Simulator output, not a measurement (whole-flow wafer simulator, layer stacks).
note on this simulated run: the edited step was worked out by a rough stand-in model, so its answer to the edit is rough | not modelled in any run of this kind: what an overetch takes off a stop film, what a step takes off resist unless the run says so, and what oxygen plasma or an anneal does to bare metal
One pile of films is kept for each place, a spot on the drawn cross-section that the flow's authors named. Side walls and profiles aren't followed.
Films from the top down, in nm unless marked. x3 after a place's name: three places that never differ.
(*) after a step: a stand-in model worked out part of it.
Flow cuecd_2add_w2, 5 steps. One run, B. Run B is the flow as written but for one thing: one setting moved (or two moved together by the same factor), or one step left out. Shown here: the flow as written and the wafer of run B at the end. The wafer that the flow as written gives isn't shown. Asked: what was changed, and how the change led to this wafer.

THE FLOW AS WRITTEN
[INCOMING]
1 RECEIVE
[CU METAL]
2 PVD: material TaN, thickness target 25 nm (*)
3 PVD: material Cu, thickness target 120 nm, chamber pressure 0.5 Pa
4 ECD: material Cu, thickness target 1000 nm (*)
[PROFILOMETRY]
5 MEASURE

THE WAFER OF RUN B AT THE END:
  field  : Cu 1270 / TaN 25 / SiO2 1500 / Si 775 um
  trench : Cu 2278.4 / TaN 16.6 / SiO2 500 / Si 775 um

The cause: step 4, ECD: thickness target 1150 nm was run, where the flow has thickness target 1000 nm.

How the change led to this, step by step:
  4 ECD: material Cu, thickness target 1000 nm (*)
      field: Cu +1150 (as written it would be: Cu +1000)
      trench: Cu +2197.6 (as written it would be: Cu +2047.6)
